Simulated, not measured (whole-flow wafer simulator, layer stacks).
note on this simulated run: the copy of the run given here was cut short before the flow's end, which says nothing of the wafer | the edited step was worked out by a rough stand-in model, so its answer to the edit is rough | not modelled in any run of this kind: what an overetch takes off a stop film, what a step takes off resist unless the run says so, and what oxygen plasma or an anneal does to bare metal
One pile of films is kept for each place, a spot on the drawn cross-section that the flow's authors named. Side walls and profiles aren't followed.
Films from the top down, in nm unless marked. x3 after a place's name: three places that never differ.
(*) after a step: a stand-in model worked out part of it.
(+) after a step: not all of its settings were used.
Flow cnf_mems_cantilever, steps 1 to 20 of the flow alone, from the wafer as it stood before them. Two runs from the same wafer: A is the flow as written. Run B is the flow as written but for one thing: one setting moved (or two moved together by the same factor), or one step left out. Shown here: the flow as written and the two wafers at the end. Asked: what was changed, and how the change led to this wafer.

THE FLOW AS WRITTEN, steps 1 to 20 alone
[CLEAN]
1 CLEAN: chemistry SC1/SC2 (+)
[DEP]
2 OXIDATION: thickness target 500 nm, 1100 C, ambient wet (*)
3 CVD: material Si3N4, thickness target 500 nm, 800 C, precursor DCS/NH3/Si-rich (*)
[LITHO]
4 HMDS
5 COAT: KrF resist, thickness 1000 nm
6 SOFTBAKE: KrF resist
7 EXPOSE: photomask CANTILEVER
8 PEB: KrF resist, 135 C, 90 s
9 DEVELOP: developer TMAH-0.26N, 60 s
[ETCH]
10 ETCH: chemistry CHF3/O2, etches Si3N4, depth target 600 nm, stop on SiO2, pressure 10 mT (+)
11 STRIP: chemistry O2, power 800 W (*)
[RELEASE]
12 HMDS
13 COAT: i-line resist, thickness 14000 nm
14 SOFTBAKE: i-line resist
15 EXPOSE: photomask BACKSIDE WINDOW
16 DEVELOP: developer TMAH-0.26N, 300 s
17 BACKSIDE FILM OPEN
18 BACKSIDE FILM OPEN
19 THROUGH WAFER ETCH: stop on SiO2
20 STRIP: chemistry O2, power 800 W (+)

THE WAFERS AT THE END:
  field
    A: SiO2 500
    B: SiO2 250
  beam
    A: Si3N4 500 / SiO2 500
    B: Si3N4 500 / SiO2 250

The cause: step 2, OXIDATION: thickness target 250 nm was run, where the flow has thickness target 500 nm.
It can be read off the wafer: field has SiO2 250, and step 2 as written asks for 500 nm.

How the change led to this, step by step:
  2 OXIDATION: thickness target 500 nm, 1100 C, ambient wet (*)
      field, beam: A SiO2 +500 (new film), chemical SiO2 -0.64 (all of it), Si -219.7 | B SiO2 +250 (new film), chemical SiO2 -0.64 (all of it), Si -109.7
  19 THROUGH WAFER ETCH: stop on SiO2
      field: A under 1 film: Si -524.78 um (all of it) | B under 1 film: Si -524.89 um (all of it)
      beam: A under 2 films: Si -524.78 um (all of it) | B under 2 films: Si -524.89 um (all of it)
